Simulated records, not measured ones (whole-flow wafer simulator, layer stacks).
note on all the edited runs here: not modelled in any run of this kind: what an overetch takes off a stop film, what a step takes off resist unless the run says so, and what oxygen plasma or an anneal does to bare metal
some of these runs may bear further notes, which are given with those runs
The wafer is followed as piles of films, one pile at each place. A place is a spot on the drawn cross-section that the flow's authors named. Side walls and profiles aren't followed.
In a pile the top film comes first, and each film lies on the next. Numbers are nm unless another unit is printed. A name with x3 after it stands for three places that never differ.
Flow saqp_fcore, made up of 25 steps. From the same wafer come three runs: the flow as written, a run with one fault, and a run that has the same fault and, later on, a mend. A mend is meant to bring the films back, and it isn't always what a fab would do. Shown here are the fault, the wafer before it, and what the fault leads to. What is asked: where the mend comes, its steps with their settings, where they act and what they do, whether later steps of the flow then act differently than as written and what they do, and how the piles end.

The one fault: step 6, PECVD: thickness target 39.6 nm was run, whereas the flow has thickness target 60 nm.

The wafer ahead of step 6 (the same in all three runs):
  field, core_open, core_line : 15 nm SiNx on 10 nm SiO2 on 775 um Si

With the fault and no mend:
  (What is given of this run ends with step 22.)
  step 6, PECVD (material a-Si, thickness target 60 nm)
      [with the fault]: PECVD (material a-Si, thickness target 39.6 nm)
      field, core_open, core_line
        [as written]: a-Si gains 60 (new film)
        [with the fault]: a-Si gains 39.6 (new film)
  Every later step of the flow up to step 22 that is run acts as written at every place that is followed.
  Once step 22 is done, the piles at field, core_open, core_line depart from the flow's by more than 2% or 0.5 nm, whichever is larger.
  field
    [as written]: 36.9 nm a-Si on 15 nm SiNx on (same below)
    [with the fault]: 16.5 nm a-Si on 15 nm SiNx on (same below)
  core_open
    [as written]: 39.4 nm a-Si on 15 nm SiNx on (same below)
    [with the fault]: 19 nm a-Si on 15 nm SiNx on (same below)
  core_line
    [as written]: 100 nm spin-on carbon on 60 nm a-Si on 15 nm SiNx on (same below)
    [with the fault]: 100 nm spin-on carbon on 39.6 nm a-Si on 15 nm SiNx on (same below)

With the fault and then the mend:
  The mend follows step 7.
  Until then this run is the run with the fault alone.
  step 7a, PECVD (material a-Si, thickness target 20.4 nm) (a further turn of the flow's step 6, with different settings)
      field, core_open, core_line
        a-Si gains 20.4
  Every later step of the flow that is run acts as written at every place that is followed.
  The piles end the same as the flow's at every place that both follow.
